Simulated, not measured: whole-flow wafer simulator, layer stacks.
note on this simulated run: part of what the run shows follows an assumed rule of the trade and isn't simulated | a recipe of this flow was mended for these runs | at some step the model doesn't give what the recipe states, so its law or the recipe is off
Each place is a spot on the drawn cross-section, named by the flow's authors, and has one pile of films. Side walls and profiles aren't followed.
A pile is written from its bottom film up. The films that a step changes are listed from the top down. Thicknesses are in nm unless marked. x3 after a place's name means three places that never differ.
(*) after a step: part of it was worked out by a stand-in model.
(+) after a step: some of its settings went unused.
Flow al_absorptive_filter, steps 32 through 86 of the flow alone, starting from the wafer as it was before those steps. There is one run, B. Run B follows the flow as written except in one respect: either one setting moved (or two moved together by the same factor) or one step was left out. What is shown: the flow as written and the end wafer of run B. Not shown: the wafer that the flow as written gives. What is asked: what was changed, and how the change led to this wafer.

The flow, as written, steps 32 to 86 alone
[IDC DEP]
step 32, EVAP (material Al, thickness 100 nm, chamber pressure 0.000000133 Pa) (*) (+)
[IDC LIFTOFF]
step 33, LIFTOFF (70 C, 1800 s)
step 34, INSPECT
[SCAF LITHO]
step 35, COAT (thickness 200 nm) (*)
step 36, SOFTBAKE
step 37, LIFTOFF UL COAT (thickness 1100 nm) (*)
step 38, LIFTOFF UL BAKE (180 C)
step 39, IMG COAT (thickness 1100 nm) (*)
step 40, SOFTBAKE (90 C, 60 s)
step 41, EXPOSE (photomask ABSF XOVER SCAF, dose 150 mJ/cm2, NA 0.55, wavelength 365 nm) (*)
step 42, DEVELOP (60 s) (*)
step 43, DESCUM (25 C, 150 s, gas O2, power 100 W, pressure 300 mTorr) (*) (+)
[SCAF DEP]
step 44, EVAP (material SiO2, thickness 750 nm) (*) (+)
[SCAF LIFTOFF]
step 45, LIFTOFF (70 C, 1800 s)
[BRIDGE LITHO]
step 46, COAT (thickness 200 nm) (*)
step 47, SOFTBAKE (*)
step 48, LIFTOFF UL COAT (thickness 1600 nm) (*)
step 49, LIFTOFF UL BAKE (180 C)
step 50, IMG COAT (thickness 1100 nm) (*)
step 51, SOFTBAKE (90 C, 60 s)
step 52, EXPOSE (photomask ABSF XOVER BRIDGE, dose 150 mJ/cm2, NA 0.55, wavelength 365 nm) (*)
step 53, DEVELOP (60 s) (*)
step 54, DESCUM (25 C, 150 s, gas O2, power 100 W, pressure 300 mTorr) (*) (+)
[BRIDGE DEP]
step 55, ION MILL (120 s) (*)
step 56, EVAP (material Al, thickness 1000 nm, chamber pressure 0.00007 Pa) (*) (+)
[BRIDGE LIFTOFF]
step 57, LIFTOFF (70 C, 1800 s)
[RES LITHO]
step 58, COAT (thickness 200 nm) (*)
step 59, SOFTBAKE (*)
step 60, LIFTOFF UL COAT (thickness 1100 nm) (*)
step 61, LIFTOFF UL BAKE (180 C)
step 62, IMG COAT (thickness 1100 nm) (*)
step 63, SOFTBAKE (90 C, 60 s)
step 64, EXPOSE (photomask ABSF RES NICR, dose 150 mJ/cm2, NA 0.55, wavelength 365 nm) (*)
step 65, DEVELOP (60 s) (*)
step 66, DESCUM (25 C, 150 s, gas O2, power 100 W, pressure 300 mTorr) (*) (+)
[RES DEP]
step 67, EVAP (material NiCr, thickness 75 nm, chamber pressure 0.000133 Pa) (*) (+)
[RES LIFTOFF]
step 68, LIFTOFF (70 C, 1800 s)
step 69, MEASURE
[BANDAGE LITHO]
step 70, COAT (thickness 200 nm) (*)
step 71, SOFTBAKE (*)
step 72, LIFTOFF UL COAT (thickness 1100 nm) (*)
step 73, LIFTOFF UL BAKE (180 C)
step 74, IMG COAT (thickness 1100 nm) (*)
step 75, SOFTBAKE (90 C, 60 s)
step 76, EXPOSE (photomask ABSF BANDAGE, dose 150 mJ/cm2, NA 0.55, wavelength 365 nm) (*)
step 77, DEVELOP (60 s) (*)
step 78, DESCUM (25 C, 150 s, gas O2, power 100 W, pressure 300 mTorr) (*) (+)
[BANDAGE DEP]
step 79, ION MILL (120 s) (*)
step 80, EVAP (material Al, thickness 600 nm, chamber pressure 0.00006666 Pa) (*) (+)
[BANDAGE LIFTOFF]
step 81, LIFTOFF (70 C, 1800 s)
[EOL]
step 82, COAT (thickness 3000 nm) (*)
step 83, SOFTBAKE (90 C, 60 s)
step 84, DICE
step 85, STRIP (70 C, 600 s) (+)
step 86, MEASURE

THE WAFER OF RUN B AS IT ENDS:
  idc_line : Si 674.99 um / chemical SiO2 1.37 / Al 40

Cause: step 32, EVAP: thickness 40 nm was run, though the flow has thickness 100 nm.
The wafer itself shows it: idc_line has Al 40, and step 32 as written asks for 100 nm.

The path from the change to this, step by step:
  step 32, EVAP (material Al, thickness 100 nm, chamber pressure 0.000000133 Pa) (*) (+)
      gnd, pad_far, pad_near and 11 more: +40 Al (new film) (it would be, as written: +100 Al (new film))
  step 33, LIFTOFF (70 C, 1800 s)
      gnd, xa_field, xa_margin, xa_strip, xl_land, idc_field, idc_space: -40 Al (all of it), -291 e-beam-resist (all of it) (it would be, as written: -100 Al (all of it), -291 e-beam-resist (all of it))
      pad_far: -40 Al (all of it), -287 e-beam-resist (all of it) (it would be, as written: -100 Al (all of it), -287 e-beam-resist (all of it))
      (also at 5 further places)
  step 35, COAT (thickness 200 nm) (*)
      idc_line: +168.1 acrylic-e-beam-resist (new film) (it would be, as written: +125.3 acrylic-e-beam-resist (new film))
      idc_space: +209.4 acrylic-e-beam-resist (new film) (it would be, as written: +228.2 acrylic-e-beam-resist (new film))
  step 45, LIFTOFF (70 C, 1800 s)
      idc_line: -750 SiO2 (all of it), -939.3 i-line-resist (all of it), -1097 lift-off-underlayer (all of it), -168.1 acrylic-e-beam-resist (all of it) (it would be, as written: -750 SiO2 (all of it), -939.2 i-line-resist (all of it), -1090 lift-off-underlayer (all of it), -125.3 acrylic-e-beam-resist (all of it))
      idc_space: -750 SiO2 (all of it), -939.3 i-line-resist (all of it), -1096.5 lift-off-underlayer (all of it), -209.4 acrylic-e-beam-resist (all of it) (it would be, as written: -750 SiO2 (all of it), -939.1 i-line-resist (all of it), -1087.8 lift-off-underlayer (all of it), -228.2 acrylic-e-beam-resist (all of it))
  step 46, COAT (thickness 200 nm) (*)
      idc_line: +169.5 acrylic-e-beam-resist (new film) (it would be, as written: +129.8 acrylic-e-beam-resist (new film))
      idc_space: +210.1 acrylic-e-beam-resist (new film) (it would be, as written: +229.8 acrylic-e-beam-resist (new film))
  step 57, LIFTOFF (70 C, 1800 s)
      idc_line: -1000 Al (all of it), -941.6 i-line-resist (all of it), -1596 lift-off-underlayer (all of it), -169.5 acrylic-e-beam-resist (all of it) (it would be, as written: -1000 Al (all of it), -941.5 i-line-resist (all of it), -1586.1 lift-off-underlayer (all of it), -129.8 acrylic-e-beam-resist (all of it))
      idc_space: -1000 Al (all of it), -941.6 i-line-resist (all of it), -1596.1 lift-off-underlayer (all of it), -210.1 acrylic-e-beam-resist (all of it) (it would be, as written: -1000 Al (all of it), -941.5 i-line-resist (all of it), -1586.9 lift-off-underlayer (all of it), -229.8 acrylic-e-beam-resist (all of it))
  step 58, COAT (thickness 200 nm) (*)
      idc_line: +169.5 acrylic-e-beam-resist (new film) (it would be, as written: +129.8 acrylic-e-beam-resist (new film))
      idc_space: +210.1 acrylic-e-beam-resist (new film) (it would be, as written: +229.8 acrylic-e-beam-resist (new film))
  step 68, LIFTOFF (70 C, 1800 s)
      idc_line: -75 NiCr (all of it), -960 i-line-resist (all of it), -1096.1 lift-off-underlayer (all of it), -169.5 acrylic-e-beam-resist (all of it) (it would be, as written: -75 NiCr (all of it), -959.8 i-line-resist (all of it), -1086.6 lift-off-underlayer (all of it), -129.8 acrylic-e-beam-resist (all of it))
      idc_space: -75 NiCr (all of it), -960 i-line-resist (all of it), -1096.3 lift-off-underlayer (all of it), -210.1 acrylic-e-beam-resist (all of it) (it would be, as written: -75 NiCr (all of it), -959.8 i-line-resist (all of it), -1087.4 lift-off-underlayer (all of it), -229.8 acrylic-e-beam-resist (all of it))
  step 70, COAT (thickness 200 nm) (*)
      idc_line: +169.5 acrylic-e-beam-resist (new film) (it would be, as written: +129.8 acrylic-e-beam-resist (new film))
      idc_space: +210.1 acrylic-e-beam-resist (new film) (it would be, as written: +229.8 acrylic-e-beam-resist (new film))
  step 81, LIFTOFF (70 C, 1800 s)
      idc_line: -600 Al (all of it), -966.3 i-line-resist (all of it), -1096.1 lift-off-underlayer (all of it), -169.5 acrylic-e-beam-resist (all of it) (it would be, as written: -600 Al (all of it), -966.1 i-line-resist (all of it), -1086.6 lift-off-underlayer (all of it), -129.8 acrylic-e-beam-resist (all of it))
      idc_space: -600 Al (all of it), -966.3 i-line-resist (all of it), -1096.3 lift-off-underlayer (all of it), -210.1 acrylic-e-beam-resist (all of it) (it would be, as written: -600 Al (all of it), -966.1 i-line-resist (all of it), -1087.4 lift-off-underlayer (all of it), -229.8 acrylic-e-beam-resist (all of it))
  step 83, SOFTBAKE (90 C, 60 s)
      idc_line: -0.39 i-line-resist (it would be, as written: -0.95 i-line-resist)
      idc_space: -0.38 i-line-resist (it would be, as written: -0.95 i-line-resist)
